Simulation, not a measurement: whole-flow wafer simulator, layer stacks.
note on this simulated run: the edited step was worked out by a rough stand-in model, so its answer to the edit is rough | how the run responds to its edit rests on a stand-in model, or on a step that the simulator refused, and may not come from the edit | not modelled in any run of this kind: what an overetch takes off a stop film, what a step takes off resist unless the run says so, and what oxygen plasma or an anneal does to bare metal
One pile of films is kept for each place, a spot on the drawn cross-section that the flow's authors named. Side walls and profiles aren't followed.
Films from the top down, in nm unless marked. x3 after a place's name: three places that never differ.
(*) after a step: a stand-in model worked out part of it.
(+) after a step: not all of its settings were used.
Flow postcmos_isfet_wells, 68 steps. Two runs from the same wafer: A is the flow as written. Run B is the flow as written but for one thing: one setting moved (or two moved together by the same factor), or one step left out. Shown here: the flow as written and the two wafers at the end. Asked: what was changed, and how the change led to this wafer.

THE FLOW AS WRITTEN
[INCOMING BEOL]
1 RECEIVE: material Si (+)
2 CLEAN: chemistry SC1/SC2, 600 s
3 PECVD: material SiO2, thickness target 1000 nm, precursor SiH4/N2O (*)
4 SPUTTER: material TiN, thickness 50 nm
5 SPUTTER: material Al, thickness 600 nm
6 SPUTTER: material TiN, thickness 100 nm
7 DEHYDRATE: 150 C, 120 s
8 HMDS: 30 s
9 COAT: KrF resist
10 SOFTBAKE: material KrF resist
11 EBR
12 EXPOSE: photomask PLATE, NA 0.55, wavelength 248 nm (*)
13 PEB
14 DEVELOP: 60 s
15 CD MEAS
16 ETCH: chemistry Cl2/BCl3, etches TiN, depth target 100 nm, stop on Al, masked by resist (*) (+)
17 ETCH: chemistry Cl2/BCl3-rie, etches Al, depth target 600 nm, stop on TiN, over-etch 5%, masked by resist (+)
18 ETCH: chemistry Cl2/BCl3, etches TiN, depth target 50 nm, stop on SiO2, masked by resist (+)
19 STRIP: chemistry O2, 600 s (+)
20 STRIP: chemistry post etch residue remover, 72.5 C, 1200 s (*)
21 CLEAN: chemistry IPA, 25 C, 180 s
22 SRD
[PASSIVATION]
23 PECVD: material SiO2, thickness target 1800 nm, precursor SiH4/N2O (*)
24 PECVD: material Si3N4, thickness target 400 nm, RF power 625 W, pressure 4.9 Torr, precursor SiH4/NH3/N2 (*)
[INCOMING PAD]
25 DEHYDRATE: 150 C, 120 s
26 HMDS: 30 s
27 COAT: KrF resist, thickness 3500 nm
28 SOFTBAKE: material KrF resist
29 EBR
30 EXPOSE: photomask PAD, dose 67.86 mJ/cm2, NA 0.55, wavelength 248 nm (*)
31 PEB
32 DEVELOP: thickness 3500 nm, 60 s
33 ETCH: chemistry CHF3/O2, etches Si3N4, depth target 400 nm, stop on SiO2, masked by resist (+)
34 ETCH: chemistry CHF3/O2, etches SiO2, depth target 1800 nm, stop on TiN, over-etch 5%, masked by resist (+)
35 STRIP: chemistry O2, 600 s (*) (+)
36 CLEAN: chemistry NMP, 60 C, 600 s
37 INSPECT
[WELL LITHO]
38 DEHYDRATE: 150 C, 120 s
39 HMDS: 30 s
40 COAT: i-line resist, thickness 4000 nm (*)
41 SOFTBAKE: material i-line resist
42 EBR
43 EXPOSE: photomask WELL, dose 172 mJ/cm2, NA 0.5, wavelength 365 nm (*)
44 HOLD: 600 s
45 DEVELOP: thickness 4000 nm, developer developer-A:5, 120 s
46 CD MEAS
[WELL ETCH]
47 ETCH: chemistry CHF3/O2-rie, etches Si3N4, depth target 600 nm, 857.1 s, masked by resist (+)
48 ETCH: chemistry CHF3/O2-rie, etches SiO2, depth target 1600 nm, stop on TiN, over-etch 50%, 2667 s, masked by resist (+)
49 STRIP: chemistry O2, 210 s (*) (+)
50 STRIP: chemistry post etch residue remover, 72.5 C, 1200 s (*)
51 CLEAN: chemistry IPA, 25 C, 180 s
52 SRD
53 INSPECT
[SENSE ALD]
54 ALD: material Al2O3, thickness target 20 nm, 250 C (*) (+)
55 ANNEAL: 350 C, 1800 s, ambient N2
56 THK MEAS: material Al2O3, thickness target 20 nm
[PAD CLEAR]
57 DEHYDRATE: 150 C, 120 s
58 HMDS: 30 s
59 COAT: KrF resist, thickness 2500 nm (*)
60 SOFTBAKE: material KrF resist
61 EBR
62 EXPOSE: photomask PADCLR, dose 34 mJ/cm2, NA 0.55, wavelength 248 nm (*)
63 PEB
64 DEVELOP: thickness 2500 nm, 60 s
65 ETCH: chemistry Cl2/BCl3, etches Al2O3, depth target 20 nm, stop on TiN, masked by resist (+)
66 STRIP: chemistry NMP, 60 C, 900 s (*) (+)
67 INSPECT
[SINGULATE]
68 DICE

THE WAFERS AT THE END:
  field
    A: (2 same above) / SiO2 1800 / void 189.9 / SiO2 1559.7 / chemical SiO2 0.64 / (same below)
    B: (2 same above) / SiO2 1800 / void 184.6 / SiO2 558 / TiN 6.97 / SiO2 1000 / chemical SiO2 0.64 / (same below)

The cause: step 16, ETCH: depth target 89 nm was run, where the flow has depth target 100 nm.

How the change led to this, step by step:
  16 ETCH: chemistry Cl2/BCl3, etches TiN, depth target 100 nm, stop on Al, masked by resist (*) (+)
      field: A TiN -100 (all of it) | B TiN -89
      margin, well900, well1300 x3, pad_rim, pad_clr, pad_open: A KrF resist -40 | B KrF resist -35.6
  17 ETCH: chemistry Cl2/BCl3-rie, etches Al, depth target 600 nm, stop on TiN, over-etch 5%, masked by resist (+)
      field: A Al -600 (all of it) | B TiN -11 (all of it), Al -582.4
  18 ETCH: chemistry Cl2/BCl3, etches TiN, depth target 50 nm, stop on SiO2, masked by resist (+)
      field: A TiN -50 (all of it) | B Al -17.6 (all of it), TiN -42.6
  23 PECVD: material SiO2, thickness target 1800 nm, precursor SiH4/N2O (*)
      field: A SiO2 +1800 (new film), void +189.9 (new film), SiO2 +559.7 | B SiO2 +1800 (new film), void +184.6 (new film), SiO2 +558 (new film)
Counting metal films that touch as one body, field has 1 body; the flow as written gives 0 bodies.
